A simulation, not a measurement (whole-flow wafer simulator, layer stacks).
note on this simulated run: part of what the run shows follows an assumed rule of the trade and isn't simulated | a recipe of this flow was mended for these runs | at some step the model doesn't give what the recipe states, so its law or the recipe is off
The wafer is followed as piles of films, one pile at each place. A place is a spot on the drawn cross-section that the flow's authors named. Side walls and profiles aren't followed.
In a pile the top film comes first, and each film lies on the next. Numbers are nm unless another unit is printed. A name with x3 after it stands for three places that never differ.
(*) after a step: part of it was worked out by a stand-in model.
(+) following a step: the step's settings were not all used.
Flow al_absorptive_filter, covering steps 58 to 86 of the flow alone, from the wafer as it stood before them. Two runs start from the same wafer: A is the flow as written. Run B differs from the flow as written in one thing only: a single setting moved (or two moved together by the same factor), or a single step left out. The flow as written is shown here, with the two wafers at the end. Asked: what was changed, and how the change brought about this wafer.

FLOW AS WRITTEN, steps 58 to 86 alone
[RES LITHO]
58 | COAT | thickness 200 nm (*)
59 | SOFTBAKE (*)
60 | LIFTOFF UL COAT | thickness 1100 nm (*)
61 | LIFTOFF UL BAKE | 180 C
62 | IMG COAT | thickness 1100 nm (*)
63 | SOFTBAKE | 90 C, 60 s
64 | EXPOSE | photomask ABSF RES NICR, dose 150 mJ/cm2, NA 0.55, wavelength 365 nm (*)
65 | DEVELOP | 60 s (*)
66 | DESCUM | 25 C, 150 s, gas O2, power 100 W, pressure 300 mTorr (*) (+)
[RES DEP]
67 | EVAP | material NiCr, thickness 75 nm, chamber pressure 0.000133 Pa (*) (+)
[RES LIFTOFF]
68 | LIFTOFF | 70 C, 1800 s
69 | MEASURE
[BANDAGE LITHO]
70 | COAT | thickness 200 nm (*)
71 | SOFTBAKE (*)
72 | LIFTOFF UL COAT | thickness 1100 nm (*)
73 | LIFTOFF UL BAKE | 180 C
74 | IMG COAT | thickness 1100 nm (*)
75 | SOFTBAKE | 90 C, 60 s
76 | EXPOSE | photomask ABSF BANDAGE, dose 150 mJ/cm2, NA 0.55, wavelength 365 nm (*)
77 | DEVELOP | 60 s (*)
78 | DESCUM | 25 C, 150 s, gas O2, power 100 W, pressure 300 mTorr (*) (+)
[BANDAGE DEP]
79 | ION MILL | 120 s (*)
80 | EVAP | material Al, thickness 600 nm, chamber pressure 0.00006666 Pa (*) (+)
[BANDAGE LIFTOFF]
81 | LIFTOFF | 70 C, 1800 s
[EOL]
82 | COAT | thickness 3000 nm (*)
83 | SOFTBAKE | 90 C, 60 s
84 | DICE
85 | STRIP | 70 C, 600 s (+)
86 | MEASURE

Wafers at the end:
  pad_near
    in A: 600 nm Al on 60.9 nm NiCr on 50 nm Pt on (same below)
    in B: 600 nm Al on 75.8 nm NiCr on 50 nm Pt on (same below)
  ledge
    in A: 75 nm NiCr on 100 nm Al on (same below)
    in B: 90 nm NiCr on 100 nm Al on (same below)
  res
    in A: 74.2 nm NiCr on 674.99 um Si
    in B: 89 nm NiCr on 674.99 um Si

The reason: step 67, EVAP: thickness 90 nm was run, though the flow has thickness 75 nm.
The wafer lets one read it off: ledge has NiCr 90, and step 67 as written asks for 75 nm.

The path from the change to this, step by step:
  67 | EVAP | material NiCr, thickness 75 nm, chamber pressure 0.000133 Pa (*) (+)
      gnd, pad_far, ledge and 9 more: A +75 NiCr (new film) | B +90 NiCr (new film)
      pad_near: A +74.2 NiCr (new film) | B +89.1 NiCr (new film)
      (as well as at 1 more place)
  68 | LIFTOFF | 70 C, 1800 s
      xa_field, xl_land, idc_field: A -75 NiCr (all of it), -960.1 i-line-resist (all of it), -1100 lift-off-underlayer (all of it), -200 acrylic-e-beam-resist (all of it) | B -90 NiCr (all of it), -960.1 i-line-resist (all of it), -1100 lift-off-underlayer (all of it), -200 acrylic-e-beam-resist (all of it)
      gnd: A -75 NiCr (all of it), -959.5 i-line-resist (all of it), -1100.9 lift-off-underlayer (all of it), -200.6 acrylic-e-beam-resist (all of it) | B -90 NiCr (all of it), -959.5 i-line-resist (all of it), -1100.9 lift-off-underlayer (all of it), -200.6 acrylic-e-beam-resist (all of it)
      (as well as at 7 more places)
  83 | SOFTBAKE | 90 C, 60 s
      pad_near: A -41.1 i-line-resist | B -42.1 i-line-resist
      ledge: A -22.2 i-line-resist | B -23.2 i-line-resist
      (as well as at 1 more place)
